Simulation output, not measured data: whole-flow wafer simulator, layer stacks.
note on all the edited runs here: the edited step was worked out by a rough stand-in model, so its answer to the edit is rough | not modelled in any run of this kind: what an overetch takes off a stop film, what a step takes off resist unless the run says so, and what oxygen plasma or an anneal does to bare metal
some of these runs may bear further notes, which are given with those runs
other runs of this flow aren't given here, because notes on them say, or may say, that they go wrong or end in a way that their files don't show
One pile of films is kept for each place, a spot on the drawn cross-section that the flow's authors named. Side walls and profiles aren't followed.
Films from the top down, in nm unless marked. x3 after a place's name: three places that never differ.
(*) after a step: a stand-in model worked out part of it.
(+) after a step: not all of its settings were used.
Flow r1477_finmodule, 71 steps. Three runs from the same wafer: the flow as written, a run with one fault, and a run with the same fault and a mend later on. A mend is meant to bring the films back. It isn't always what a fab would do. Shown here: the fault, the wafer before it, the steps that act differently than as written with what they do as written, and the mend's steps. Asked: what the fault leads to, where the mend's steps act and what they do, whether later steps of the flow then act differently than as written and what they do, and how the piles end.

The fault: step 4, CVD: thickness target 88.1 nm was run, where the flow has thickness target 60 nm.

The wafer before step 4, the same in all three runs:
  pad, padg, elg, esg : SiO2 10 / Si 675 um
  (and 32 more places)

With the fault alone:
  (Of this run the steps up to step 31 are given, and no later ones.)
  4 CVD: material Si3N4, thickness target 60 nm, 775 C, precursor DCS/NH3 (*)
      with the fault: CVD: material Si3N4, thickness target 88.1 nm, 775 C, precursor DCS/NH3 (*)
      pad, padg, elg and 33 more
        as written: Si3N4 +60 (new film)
        with the fault: Si3N4 +88.1 (new film)
  Later steps of the flow that act differently than as written:
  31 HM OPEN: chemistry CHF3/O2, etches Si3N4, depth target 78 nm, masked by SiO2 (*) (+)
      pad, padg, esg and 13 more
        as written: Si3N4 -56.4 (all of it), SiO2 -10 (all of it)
        with the fault: Si3N4 -78
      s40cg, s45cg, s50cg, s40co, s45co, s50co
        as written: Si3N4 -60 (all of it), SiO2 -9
        with the fault: Si3N4 -78
  After step 31 the piles differ from the flow's by more than 2% or 0.5 nm, whichever is larger, at pad, padg, elg and 33 more.
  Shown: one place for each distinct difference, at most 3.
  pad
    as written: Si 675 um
    with the fault: Si3N4 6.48 / SiO2 10 / Si 675 um
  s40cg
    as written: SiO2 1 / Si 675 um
    with the fault: Si3N4 10.1 / SiO2 10 / Si 675 um
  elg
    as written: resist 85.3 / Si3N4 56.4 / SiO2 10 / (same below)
    with the fault: resist 85.3 / Si3N4 84.5 / SiO2 10 / (same below)

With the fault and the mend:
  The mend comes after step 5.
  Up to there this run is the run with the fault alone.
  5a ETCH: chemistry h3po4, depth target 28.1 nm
      pad, padg, elg and 33 more
        Si3N4 -28.1
  No later step of the flow acts differently than as written at any place that is followed.
  At the end the piles are the same as the flow's at every place that both follow.
